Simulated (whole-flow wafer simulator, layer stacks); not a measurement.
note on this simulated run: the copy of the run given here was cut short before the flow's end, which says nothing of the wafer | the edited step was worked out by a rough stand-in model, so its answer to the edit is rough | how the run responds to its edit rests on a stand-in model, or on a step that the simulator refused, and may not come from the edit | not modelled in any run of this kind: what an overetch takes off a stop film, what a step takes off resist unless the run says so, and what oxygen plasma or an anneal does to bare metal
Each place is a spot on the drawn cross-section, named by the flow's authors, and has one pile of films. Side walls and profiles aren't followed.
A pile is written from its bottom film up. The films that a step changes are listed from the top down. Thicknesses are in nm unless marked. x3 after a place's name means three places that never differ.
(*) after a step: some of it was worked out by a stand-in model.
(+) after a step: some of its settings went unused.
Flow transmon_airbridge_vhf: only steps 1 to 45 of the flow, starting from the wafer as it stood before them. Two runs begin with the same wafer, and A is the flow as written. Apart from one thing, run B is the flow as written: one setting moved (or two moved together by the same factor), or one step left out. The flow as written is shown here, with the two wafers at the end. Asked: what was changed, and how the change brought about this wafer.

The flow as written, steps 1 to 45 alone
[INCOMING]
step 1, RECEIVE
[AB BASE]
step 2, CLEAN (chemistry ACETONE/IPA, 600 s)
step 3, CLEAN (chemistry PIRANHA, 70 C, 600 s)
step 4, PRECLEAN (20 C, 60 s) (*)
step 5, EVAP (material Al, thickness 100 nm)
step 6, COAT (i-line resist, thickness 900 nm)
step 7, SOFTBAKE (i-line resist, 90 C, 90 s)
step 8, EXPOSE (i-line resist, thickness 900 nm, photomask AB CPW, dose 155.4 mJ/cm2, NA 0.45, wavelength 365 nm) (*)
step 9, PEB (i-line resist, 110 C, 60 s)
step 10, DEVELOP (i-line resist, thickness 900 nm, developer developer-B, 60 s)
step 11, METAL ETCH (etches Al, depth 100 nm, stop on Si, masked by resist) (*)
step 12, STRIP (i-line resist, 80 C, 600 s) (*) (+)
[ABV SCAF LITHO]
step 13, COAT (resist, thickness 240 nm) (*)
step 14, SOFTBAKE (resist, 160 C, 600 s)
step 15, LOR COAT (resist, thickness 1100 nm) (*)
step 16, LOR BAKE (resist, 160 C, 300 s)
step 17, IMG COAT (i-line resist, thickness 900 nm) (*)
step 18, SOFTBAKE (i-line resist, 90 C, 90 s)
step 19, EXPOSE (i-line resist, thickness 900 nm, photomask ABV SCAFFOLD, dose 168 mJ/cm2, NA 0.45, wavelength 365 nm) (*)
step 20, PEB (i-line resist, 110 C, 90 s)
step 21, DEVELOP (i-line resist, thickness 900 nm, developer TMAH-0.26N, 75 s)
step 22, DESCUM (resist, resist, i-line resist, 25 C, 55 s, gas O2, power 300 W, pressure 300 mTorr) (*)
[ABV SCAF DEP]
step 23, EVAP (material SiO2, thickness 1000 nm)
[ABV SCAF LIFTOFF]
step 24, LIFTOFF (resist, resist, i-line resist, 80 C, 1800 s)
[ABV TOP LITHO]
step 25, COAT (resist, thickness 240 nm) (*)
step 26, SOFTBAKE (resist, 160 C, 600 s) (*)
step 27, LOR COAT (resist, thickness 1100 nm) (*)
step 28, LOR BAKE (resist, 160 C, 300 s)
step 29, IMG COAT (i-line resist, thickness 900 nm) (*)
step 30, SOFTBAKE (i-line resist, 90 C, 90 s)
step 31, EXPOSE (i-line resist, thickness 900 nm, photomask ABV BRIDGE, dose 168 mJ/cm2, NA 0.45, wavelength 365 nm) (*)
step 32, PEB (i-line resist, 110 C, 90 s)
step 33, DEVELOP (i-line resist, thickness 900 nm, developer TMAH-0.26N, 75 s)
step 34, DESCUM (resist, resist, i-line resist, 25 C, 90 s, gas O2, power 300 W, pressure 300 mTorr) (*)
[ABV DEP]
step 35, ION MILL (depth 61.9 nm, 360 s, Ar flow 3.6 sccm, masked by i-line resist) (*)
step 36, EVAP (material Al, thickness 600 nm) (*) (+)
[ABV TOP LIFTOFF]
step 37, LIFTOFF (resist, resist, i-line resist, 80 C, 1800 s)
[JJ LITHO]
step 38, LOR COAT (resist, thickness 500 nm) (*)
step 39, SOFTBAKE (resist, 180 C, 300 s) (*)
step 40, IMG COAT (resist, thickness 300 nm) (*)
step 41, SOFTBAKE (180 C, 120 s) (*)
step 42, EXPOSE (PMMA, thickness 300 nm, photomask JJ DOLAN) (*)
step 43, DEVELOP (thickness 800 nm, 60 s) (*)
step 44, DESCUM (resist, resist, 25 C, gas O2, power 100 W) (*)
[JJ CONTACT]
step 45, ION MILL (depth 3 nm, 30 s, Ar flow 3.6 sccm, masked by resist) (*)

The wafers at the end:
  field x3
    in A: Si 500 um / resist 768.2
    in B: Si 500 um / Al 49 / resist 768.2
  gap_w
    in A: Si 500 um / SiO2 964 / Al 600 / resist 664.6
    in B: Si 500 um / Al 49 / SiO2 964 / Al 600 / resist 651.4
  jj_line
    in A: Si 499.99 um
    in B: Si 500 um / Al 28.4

What caused this: step 11, METAL ETCH: depth 51 nm was run, though the flow has depth 100 nm.

How this came from the change, step by step:
  step 11, METAL ETCH (etches Al, depth 100 nm, stop on Si, masked by resist) (*)
      field x3, jj_line, gap_w, gap_e: A Al loses 100 (all of it) | B Al loses 51
      ground_far, pad_w, flank_w and 8 more: A i-line resist loses 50 | B i-line resist loses 25.5
  step 12, STRIP (i-line resist, 80 C, 600 s) (*) (+)
      ground_far, pad_w, flank_w and 8 more: A i-line resist loses 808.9 (all of it) | B i-line resist loses 833.4 (all of it)
  step 13, COAT (resist, thickness 240 nm) (*)
      flank_w, flank_e: A resist gains 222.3 (new film) | B resist gains 230.5 (new film)
      gap_w, gap_e: A resist gains 251.7 (new film) | B resist gains 246.2 (new film)
  step 22, DESCUM (resist, resist, i-line resist, 25 C, 55 s, gas O2, power 300 W, pressure 300 mTorr) (*)
      flank_w, flank_e: A resist loses 222.3 (all of it) | B resist loses 230.5 (all of it)
      gap_w, gap_e: A resist loses 251.7 (all of it) | B resist loses 246.2 (all of it)
  step 25, COAT (resist, thickness 240 nm) (*)
      flank_w, flank_e: A resist gains 152.6 (new film) | B resist gains 158.5 (new film)
      gap_w, gap_e: A resist gains 210.7 (new film) | B resist gains 205.4 (new film)
  step 32, PEB (i-line resist, 110 C, 90 s)
      gap_w, gap_e: A i-line resist loses 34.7 | B i-line resist loses 34
  step 34, DESCUM (resist, resist, i-line resist, 25 C, 90 s, gas O2, power 300 W, pressure 300 mTorr) (*)
      flank_w, flank_e: A resist loses 152.6 (all of it) | B resist loses 158.5 (all of it)
      gap_w, gap_e: A resist loses 210.7 (all of it) | B resist loses 205.4 (all of it)
  step 40, IMG COAT (resist, thickness 300 nm) (*)
      flank_w, flank_e: A resist gains 212.1 | B resist gains 219.3
  step 45, ION MILL (depth 3 nm, 30 s, Ar flow 3.6 sccm, masked by resist) (*)
      jj_line: A Si loses 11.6 | B Al loses 20.6
If metal films that touch count as one body, field x3 has 1 body; the flow as written gives 0 bodies.
If metal films that touch count as one body, gap_w has 2 bodies (between them, from the top down: SiO2 964); the flow as written gives 1 body.
If metal films that touch count as one body, jj_line has 1 body; the flow as written gives 0 bodies.
